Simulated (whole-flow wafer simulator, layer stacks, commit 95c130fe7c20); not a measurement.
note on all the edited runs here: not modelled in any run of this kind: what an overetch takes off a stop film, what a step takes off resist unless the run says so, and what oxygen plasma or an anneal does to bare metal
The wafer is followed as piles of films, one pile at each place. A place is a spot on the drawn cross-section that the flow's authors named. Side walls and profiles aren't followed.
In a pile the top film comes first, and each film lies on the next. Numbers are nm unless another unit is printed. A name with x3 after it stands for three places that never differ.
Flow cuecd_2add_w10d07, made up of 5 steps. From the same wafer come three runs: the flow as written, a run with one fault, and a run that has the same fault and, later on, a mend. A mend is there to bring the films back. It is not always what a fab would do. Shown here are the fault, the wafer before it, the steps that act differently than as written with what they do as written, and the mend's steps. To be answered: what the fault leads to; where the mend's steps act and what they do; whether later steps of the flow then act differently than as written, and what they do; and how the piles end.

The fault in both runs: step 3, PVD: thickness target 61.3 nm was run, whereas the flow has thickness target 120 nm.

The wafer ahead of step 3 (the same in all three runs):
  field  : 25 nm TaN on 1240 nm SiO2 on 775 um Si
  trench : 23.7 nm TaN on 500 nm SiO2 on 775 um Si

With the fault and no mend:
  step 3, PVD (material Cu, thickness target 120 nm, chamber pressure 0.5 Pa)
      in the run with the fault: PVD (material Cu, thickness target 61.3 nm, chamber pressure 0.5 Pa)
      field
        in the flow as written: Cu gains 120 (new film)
        in the run with the fault: Cu gains 61.3 (new film)
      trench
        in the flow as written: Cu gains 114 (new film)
        in the run with the fault: Cu gains 58.1 (new film)
  Later steps of the flow that are run all act as written at every place that is followed.
  The piles end different from the flow's at field, trench by more than 2% or 0.5 nm, whichever is larger.
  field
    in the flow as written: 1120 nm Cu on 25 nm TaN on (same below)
    in the run with the fault: 1061.3 nm Cu on 25 nm TaN on (same below)
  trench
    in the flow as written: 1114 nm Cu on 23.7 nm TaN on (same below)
    in the run with the fault: 1058.1 nm Cu on 23.7 nm TaN on (same below)

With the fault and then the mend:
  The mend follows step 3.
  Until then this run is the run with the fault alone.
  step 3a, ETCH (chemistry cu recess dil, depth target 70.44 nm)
      field
        Cu loses 61.3 (all of it)
      trench
        Cu loses 58.1 (all of it)
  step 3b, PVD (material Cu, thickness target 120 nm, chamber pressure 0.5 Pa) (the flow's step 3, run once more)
      field
        Cu gains 120 (new film)
      trench
        Cu gains 114 (new film)
  Later steps of the flow that are run all act as written at every place that is followed.
  The piles end the same as the flow's at every place that both follow.
